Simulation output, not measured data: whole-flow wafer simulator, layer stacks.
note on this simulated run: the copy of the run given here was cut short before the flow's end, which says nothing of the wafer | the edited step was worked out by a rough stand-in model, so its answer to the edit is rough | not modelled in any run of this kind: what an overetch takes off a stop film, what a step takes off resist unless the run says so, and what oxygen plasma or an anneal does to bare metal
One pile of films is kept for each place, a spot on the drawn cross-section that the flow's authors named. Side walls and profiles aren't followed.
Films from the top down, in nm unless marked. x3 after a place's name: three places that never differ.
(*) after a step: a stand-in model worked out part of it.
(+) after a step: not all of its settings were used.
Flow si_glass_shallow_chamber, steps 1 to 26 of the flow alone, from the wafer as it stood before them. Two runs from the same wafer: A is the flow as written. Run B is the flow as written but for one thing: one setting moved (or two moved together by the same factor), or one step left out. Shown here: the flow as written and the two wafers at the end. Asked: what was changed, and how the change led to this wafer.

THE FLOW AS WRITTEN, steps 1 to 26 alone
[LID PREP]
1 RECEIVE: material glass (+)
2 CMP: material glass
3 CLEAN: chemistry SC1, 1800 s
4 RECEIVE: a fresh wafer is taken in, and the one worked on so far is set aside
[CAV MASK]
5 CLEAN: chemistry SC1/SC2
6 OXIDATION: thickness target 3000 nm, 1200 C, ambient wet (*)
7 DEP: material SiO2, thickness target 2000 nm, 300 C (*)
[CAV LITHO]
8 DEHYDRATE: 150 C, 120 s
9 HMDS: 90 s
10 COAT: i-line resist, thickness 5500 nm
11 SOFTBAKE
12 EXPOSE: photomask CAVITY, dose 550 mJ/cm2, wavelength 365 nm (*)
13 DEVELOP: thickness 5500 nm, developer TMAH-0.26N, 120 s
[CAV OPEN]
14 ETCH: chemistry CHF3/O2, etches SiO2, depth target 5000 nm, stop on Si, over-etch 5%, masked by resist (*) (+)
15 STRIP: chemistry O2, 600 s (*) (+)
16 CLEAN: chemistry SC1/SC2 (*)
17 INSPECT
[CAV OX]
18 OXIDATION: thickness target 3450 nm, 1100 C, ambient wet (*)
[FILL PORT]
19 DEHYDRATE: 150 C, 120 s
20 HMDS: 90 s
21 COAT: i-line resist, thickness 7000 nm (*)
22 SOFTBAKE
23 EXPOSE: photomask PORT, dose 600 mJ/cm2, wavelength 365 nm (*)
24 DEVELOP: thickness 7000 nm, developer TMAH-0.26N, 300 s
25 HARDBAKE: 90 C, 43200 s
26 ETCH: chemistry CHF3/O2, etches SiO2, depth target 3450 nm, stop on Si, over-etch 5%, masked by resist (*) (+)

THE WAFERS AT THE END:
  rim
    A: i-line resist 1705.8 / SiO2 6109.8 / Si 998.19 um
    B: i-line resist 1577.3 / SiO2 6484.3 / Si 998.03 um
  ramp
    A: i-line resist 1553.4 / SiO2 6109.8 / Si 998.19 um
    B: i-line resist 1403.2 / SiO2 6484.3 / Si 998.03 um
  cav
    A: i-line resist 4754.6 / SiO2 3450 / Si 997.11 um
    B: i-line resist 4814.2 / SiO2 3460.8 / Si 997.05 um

The cause: step 6, OXIDATION: thickness target 3450 nm was run, where the flow has thickness target 3000 nm.

How the change led to this, step by step:
  6 OXIDATION: thickness target 3000 nm, 1200 C, ambient wet (*)
      rim, ramp, cav, port, septum, ring: A SiO2 +3000 (new film), chemical SiO2 -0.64 (all of it), Si -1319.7 | B SiO2 +3450 (new film), chemical SiO2 -0.64 (all of it), Si -1517.7
  14 ETCH: chemistry CHF3/O2, etches SiO2, depth target 5000 nm, stop on Si, over-etch 5%, masked by resist (*) (+)
      cav, port: A SiO2 -5000 (all of it), Si -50 | B SiO2 -5250
  15 STRIP: chemistry O2, 600 s (*) (+)
      cav, port: A chemical SiO2 +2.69 (new film), Si -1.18 | B nothing
  18 OXIDATION: thickness target 3450 nm, 1100 C, ambient wet (*)
      cav, port: A SiO2 +3450 (new film), chemical SiO2 -2.69 (all of it), Si -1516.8 | B SiO2 +3260.8, Si -1434.7
      rim, ramp, septum, ring: A SiO2 +1109.8, Si -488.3 | B SiO2 +1034.3, Si -455.1
  21 COAT: i-line resist, thickness 7000 nm (*)
      ramp: A i-line resist +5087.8 (new film) | B i-line resist +4963.2 (new film)
  22 SOFTBAKE
      rim: A i-line resist -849 | B i-line resist -891.7
      ramp: A i-line resist -434.5 | B i-line resist -465.2
      (and at 3 more places)
  25 HARDBAKE: 90 C, 43200 s
      rim: A i-line resist -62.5 | B i-line resist -57.9
      ramp: A i-line resist -57.1 | B i-line resist -52
  26 ETCH: chemistry CHF3/O2, etches SiO2, depth target 3450 nm, stop on Si, over-etch 5%, masked by resist (*) (+)
      port: A SiO2 -3450 (all of it), Si -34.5 | B SiO2 -3460.8 (all of it), Si -32.3
